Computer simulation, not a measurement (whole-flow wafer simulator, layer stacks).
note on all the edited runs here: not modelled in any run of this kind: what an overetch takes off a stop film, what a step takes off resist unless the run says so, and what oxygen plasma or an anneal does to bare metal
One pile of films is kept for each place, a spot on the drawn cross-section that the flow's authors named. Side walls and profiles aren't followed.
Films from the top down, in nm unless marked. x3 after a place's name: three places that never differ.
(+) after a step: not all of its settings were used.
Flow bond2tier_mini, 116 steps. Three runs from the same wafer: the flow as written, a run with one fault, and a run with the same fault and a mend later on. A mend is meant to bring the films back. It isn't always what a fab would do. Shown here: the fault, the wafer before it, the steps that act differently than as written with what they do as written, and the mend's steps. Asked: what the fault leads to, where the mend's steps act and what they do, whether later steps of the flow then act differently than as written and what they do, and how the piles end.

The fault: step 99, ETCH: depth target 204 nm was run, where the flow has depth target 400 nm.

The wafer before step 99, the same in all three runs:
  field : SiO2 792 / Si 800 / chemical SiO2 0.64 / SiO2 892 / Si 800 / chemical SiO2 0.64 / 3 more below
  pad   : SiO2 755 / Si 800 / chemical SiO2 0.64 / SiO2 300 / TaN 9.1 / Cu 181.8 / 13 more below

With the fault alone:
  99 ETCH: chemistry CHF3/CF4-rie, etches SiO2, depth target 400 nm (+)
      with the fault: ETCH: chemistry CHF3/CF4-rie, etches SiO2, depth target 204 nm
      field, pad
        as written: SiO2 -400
        with the fault: SiO2 -204
  No later step of the flow acts differently than as written at any place that is followed.
  At the end the piles differ from the flow's by more than 2% or 0.5 nm, whichever is larger, at field, pad.
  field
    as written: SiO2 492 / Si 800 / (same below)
    with the fault: SiO2 688 / Si 800 / (same below)
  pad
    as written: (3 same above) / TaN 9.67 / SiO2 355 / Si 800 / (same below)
    with the fault: (3 same above) / TaN 9.67 / SiO2 551 / Si 800 / (same below)

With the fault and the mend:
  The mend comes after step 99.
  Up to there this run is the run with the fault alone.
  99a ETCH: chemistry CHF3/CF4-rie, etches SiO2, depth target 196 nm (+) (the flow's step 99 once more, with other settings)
      field, pad
        SiO2 -196
  No later step of the flow acts differently than as written at any place that is followed.
  At the end the piles are the same as the flow's at every place that both follow.
